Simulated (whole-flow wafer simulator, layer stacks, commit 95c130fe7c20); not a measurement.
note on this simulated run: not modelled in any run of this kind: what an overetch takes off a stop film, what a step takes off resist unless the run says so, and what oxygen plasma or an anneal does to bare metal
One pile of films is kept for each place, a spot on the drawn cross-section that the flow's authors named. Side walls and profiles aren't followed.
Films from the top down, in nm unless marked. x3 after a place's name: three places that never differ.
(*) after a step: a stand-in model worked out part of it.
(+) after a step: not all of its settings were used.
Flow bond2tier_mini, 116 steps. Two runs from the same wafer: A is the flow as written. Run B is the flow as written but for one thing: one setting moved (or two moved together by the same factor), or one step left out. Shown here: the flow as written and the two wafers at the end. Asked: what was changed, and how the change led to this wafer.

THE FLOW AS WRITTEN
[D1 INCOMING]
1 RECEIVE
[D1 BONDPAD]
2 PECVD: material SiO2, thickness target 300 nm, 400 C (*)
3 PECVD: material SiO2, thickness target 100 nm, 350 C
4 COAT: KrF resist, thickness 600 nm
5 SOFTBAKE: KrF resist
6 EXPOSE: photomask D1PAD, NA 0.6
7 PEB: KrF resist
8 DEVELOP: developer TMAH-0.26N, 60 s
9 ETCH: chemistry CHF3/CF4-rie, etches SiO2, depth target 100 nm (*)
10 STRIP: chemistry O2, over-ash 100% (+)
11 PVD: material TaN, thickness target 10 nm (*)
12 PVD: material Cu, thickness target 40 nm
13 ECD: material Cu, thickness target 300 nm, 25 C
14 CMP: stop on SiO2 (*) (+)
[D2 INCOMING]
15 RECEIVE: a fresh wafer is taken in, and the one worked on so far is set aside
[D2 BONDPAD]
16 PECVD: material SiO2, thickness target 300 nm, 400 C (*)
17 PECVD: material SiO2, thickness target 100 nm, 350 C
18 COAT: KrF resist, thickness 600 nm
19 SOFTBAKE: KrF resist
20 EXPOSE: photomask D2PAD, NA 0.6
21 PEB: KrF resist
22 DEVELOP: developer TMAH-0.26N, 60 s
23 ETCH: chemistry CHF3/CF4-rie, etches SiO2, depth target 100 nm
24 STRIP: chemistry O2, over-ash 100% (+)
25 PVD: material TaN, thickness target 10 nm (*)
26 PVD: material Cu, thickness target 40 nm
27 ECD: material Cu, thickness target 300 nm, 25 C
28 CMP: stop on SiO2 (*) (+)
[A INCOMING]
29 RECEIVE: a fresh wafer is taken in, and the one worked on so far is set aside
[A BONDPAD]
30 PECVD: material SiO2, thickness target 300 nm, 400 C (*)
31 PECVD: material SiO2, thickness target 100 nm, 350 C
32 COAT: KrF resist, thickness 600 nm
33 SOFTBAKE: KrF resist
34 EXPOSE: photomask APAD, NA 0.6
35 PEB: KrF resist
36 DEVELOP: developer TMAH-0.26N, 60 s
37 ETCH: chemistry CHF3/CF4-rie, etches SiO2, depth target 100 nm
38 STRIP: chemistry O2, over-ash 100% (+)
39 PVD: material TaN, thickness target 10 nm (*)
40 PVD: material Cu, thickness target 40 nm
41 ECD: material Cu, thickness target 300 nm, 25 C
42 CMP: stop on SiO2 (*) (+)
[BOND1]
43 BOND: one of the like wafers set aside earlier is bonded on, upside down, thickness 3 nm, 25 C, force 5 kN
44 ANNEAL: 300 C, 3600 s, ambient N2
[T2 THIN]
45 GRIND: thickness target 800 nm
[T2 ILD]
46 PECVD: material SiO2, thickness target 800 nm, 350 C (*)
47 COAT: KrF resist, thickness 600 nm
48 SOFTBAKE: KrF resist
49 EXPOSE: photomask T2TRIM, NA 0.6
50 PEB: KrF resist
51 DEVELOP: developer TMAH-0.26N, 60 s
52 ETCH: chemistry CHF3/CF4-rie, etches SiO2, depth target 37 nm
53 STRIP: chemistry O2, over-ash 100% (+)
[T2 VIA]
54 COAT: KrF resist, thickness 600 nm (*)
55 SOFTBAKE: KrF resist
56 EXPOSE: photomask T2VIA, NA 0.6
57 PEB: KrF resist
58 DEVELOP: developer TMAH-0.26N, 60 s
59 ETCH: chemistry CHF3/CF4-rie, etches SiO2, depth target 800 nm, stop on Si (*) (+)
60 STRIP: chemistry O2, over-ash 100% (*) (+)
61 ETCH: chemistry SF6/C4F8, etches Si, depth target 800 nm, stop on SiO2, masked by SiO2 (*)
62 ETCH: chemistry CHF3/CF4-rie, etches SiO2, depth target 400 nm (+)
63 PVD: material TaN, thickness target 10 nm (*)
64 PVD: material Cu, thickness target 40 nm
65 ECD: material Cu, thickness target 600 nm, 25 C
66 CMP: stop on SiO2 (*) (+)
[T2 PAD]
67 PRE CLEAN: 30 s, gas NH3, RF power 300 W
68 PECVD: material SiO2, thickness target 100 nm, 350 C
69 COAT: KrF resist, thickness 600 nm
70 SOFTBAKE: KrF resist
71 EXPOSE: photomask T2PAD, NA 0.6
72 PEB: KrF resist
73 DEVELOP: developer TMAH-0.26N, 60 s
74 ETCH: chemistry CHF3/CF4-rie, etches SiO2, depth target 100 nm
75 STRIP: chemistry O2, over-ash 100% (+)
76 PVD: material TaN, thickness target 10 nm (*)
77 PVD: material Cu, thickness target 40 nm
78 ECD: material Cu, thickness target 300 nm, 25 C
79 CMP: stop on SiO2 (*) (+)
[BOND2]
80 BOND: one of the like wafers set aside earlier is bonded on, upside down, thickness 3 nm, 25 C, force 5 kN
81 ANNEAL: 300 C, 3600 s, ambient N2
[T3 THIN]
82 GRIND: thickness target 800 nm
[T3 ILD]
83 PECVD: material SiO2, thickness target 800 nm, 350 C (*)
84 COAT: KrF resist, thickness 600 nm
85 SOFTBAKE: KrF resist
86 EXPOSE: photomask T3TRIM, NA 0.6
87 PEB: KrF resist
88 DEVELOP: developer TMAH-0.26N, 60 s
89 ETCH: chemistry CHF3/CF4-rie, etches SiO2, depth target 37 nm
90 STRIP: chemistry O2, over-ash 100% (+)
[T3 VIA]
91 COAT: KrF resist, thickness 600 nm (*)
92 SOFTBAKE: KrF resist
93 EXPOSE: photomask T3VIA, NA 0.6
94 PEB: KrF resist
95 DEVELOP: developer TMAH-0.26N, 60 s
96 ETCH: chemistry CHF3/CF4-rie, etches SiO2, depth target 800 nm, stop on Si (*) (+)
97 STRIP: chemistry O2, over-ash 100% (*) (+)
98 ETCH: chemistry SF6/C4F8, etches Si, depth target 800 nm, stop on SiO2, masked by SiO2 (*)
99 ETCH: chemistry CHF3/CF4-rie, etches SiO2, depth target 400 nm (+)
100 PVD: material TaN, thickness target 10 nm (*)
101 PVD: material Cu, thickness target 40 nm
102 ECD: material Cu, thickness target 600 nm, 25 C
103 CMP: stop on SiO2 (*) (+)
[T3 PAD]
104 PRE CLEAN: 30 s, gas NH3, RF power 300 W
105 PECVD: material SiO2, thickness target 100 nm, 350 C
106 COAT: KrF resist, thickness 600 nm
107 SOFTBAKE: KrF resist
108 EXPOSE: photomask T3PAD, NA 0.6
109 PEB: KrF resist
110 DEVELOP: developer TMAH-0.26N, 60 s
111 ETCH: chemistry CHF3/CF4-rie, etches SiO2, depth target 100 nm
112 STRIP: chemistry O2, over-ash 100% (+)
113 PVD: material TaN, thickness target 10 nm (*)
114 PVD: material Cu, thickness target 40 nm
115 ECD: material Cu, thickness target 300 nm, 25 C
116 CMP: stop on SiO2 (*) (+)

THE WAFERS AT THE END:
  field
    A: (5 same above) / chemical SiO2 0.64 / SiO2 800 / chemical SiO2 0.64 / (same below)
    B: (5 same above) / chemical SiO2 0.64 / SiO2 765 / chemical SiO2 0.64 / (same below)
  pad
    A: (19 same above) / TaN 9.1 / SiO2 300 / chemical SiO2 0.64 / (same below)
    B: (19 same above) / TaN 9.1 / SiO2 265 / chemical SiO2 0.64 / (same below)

The cause: step 31, PECVD: thickness target 65 nm was run, where the flow has thickness target 100 nm.

How the change led to this, step by step:
  31 PECVD: material SiO2, thickness target 100 nm, 350 C
      field, pad, via: A SiO2 +100 | B SiO2 +65
